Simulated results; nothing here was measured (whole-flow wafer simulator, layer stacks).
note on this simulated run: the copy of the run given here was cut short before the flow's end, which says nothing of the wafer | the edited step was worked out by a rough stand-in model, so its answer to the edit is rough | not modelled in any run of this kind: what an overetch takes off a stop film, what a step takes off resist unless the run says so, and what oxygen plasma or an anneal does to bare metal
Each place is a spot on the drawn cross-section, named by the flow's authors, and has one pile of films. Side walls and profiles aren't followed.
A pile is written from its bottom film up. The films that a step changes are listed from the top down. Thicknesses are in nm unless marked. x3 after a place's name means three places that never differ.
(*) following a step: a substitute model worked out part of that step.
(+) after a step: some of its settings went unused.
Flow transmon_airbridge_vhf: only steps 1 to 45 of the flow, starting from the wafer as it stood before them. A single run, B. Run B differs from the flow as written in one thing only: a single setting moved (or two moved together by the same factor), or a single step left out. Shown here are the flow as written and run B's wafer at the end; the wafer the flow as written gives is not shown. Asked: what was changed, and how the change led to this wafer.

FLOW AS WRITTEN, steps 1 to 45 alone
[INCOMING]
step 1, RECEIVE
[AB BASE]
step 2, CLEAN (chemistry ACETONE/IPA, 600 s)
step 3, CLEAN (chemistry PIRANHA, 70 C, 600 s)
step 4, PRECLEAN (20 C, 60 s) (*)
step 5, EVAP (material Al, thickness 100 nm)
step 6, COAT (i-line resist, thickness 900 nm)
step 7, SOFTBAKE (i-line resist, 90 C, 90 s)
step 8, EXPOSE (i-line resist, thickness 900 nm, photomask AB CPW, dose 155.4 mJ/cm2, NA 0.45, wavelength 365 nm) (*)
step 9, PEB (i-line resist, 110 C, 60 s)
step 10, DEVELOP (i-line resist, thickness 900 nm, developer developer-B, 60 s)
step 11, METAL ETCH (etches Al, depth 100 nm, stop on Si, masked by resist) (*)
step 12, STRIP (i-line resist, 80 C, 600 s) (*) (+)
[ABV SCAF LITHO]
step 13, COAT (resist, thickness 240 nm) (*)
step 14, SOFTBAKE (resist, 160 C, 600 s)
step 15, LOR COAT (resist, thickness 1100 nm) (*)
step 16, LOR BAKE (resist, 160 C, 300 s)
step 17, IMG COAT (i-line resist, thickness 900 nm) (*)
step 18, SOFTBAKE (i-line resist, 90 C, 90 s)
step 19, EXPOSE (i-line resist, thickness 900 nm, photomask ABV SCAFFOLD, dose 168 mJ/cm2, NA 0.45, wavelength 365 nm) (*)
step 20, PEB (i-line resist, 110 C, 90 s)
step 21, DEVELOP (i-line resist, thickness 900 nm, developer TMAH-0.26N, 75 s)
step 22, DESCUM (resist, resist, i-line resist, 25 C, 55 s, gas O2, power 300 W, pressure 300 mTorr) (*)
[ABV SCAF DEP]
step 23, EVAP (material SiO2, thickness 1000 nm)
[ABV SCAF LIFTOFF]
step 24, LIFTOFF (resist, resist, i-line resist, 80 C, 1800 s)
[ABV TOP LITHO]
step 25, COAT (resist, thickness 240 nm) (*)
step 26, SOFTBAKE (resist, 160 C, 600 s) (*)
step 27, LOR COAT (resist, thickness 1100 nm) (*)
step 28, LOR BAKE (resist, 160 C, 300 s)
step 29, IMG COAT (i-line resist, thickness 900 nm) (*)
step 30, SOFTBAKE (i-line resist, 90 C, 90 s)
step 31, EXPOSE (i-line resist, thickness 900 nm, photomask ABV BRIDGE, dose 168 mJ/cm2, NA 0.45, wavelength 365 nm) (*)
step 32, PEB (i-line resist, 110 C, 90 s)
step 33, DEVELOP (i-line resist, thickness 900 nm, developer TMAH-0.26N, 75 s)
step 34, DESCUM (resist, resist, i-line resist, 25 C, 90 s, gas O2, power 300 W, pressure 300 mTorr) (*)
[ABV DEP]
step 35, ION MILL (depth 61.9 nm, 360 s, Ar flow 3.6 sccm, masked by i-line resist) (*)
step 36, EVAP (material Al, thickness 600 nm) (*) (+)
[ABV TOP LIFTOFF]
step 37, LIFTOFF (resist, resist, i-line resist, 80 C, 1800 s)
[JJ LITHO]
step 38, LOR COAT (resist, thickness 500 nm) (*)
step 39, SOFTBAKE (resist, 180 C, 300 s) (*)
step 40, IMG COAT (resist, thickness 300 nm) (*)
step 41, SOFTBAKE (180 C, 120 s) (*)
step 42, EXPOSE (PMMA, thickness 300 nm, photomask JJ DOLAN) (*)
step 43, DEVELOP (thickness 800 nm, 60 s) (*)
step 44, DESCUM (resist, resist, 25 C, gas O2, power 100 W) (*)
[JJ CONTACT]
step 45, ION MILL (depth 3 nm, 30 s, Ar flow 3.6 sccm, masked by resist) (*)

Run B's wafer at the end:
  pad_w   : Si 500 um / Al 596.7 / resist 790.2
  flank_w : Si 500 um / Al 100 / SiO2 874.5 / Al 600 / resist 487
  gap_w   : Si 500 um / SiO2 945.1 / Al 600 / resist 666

The reason: step 35, ION MILL: depth 94.4 nm was run, whereas the flow has depth 61.9 nm; step 35, ION MILL: 549 s was run, where the flow has 360 s.

Step by step, how the change led to this:
  step 35, ION MILL (depth 61.9 nm, 360 s, Ar flow 3.6 sccm, masked by i-line resist) (*)
      field x3, jj_line, ground_far, trace_open_s x2, margin_s, margin_n: -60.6 i-line resist (in the flow as written it would be: -39.7 i-line resist)
      flank_w, gap_w, cpw_trace, gap_e, flank_e, bridge_strip: -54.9 SiO2 (in the flow as written it would be: -36 SiO2)
      (also at 2 further places)
  step 37, LIFTOFF (resist, resist, i-line resist, 80 C, 1800 s)
      field x3, jj_line, trace_open_s x2: -600 Al (all of it), -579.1 i-line resist (all of it), -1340 resist (all of it) (in the flow as written it would be: -600 Al (all of it), -600 i-line resist (all of it), -1340 resist (all of it))
      margin_s, margin_n: -600 Al (all of it), -297.4 i-line resist (all of it), -992 resist (all of it) (in the flow as written it would be: -600 Al (all of it), -318.3 i-line resist (all of it), -992 resist (all of it))
      (also at 1 further place)
